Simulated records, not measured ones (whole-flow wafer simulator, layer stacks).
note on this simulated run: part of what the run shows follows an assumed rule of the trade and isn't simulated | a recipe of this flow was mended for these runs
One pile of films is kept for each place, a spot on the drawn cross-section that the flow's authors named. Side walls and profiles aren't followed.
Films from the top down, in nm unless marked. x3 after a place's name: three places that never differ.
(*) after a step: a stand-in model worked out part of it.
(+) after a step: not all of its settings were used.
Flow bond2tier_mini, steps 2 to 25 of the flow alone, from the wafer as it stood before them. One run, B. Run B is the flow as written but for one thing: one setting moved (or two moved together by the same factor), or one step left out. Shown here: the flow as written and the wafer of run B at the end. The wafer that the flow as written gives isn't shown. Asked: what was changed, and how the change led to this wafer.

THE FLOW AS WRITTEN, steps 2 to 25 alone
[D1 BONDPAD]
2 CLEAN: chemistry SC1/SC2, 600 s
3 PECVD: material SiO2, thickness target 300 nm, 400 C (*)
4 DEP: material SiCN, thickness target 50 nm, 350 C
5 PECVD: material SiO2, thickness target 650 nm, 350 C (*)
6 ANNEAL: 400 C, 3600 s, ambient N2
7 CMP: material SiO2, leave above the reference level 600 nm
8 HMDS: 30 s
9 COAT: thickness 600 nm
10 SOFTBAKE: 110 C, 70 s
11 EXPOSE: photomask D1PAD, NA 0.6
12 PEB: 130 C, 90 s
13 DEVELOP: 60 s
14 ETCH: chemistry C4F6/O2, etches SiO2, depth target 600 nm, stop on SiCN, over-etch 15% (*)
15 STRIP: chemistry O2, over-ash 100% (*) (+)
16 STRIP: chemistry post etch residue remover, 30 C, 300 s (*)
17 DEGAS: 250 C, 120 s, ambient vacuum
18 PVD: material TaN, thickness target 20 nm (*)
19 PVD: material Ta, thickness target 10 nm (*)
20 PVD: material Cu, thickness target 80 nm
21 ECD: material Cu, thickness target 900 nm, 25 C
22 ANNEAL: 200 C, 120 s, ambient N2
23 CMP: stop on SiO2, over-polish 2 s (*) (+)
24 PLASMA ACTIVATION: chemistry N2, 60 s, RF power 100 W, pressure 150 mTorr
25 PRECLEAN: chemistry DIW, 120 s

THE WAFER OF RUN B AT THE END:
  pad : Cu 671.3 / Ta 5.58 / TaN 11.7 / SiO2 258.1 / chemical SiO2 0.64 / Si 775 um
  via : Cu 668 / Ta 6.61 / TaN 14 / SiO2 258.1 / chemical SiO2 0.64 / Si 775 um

The cause: step 14, ETCH: depth target 816 nm was run, where the flow has depth target 600 nm.

How the change led to this, step by step:
  14 ETCH: chemistry C4F6/O2, etches SiO2, depth target 600 nm, stop on SiCN, over-etch 15% (*)
      pad, via: SiO2 -600 (all of it), SiCN -50 (all of it), SiO2 -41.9 (as written it would be: SiO2 -600 (all of it), SiCN -15.2)
      field: thick-KrF-resist -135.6 (as written it would be: thick-KrF-resist -115)
  15 STRIP: chemistry O2, over-ash 100% (*) (+)
      field: thick-KrF-resist -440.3 (all of it) (as written it would be: thick-KrF-resist -460.9 (all of it))
  18 PVD: material TaN, thickness target 20 nm (*)
      pad: TaN +11.7 (new film) (as written it would be: TaN +12.3 (new film))
      via: TaN +14 (new film) (as written it would be: TaN +14.9 (new film))
  20 PVD: material Cu, thickness target 80 nm
      pad: Cu +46 (new film) (as written it would be: Cu +48.4 (new film))
      via: Cu +55.4 (new film) (as written it would be: Cu +59 (new film))
  21 ECD: material Cu, thickness target 900 nm, 25 C
      pad: Cu +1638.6 (as written it would be: Cu +1558.7)
      via: Cu +1625.9 (as written it would be: Cu +1544.3)
